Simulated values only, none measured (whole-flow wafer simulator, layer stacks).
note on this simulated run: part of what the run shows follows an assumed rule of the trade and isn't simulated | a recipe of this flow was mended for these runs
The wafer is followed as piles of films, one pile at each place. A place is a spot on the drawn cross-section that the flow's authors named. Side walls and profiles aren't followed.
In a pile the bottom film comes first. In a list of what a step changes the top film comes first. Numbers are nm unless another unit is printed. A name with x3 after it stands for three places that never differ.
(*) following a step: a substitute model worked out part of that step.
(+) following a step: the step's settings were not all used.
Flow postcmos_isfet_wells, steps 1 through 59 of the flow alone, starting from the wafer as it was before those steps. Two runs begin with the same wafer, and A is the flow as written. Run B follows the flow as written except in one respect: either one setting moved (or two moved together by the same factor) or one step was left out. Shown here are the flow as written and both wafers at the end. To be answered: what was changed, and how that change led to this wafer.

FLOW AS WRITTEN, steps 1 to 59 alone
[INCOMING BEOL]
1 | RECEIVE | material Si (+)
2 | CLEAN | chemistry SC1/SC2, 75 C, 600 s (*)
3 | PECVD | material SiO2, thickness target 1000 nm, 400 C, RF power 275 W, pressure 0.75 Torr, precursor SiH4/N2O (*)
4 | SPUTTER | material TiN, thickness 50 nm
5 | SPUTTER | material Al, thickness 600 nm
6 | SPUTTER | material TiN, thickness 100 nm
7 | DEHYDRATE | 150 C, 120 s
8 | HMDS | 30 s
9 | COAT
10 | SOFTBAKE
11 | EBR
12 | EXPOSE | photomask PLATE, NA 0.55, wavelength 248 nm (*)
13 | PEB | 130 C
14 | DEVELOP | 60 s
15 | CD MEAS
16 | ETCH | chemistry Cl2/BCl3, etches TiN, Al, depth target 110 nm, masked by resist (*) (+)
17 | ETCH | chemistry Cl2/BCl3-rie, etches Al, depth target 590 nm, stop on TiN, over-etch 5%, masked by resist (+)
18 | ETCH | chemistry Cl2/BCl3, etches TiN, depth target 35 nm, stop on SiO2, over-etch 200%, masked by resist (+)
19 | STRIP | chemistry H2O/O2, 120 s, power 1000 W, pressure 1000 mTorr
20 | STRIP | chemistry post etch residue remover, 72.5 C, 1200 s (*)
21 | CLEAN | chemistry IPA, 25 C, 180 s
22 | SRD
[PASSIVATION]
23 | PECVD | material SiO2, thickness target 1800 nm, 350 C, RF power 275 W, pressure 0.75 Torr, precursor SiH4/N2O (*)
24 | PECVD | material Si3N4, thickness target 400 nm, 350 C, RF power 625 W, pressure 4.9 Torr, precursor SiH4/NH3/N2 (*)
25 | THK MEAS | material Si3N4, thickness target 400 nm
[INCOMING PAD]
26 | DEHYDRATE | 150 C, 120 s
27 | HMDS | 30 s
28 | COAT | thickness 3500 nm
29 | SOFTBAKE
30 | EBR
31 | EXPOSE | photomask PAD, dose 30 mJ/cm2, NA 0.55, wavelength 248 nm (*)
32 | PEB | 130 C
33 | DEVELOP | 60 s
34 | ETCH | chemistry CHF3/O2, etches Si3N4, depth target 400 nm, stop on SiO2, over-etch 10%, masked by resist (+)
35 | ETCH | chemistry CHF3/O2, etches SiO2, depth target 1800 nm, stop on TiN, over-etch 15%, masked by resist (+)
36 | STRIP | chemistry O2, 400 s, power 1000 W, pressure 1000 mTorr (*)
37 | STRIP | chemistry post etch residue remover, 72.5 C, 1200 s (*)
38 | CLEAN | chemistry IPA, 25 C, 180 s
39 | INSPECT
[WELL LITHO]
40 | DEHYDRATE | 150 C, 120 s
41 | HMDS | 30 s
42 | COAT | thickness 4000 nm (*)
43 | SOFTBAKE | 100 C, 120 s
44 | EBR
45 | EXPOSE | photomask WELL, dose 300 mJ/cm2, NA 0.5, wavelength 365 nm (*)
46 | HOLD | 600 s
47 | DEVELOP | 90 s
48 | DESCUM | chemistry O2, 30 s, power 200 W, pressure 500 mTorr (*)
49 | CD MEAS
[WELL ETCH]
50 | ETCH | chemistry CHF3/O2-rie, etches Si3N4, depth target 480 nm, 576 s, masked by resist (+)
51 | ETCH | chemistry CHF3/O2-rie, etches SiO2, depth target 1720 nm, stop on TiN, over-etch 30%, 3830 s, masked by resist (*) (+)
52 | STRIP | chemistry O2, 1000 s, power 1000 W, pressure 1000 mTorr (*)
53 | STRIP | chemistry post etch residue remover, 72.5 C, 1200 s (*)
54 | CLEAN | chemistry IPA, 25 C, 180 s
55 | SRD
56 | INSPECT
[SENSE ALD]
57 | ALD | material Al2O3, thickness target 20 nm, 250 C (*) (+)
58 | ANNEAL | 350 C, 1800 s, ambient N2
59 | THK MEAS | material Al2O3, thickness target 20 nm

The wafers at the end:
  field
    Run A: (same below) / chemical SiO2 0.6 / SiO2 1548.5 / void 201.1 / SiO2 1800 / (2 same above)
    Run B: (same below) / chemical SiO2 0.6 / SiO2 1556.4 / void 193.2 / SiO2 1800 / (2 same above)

What caused this: step 17, ETCH: depth target 487 nm was run, though the flow has depth target 590 nm.

Step by step, how the change led to this:
  17 | ETCH | chemistry Cl2/BCl3-rie, etches Al, depth target 590 nm, stop on TiN, over-etch 5%, masked by resist (+)
      field: A Al loses 590 (all of it), TiN loses 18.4 | B Al loses 511.4
      margin x2, well900 x4, pad_clr, pad_open: A thick-KrF-resist loses 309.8 | B thick-KrF-resist loses 255.7
  18 | ETCH | chemistry Cl2/BCl3, etches TiN, depth target 35 nm, stop on SiO2, over-etch 200%, masked by resist (+)
      field: A TiN loses 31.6 (all of it), SiO2 loses 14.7 | B Al loses 78.7 (all of it), TiN loses 50 (all of it), SiO2 loses 4.39
      margin x2, well900 x4, pad_clr, pad_open: A thick-KrF-resist loses 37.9 | B thick-KrF-resist loses 42
  19 | STRIP | chemistry H2O/O2, 120 s, power 1000 W, pressure 1000 mTorr
      margin x2, well900 x4, pad_clr, pad_open: A thick-KrF-resist loses 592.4 (all of it) | B thick-KrF-resist loses 642.3 (all of it)
  23 | PECVD | material SiO2, thickness target 1800 nm, 350 C, RF power 275 W, pressure 0.75 Torr, precursor SiH4/N2O (*)
      field: A SiO2 gains 1800 (new film), void gains 201.1 (new film), SiO2 gains 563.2 | B SiO2 gains 1800 (new film), void gains 193.2 (new film), SiO2 gains 560.7
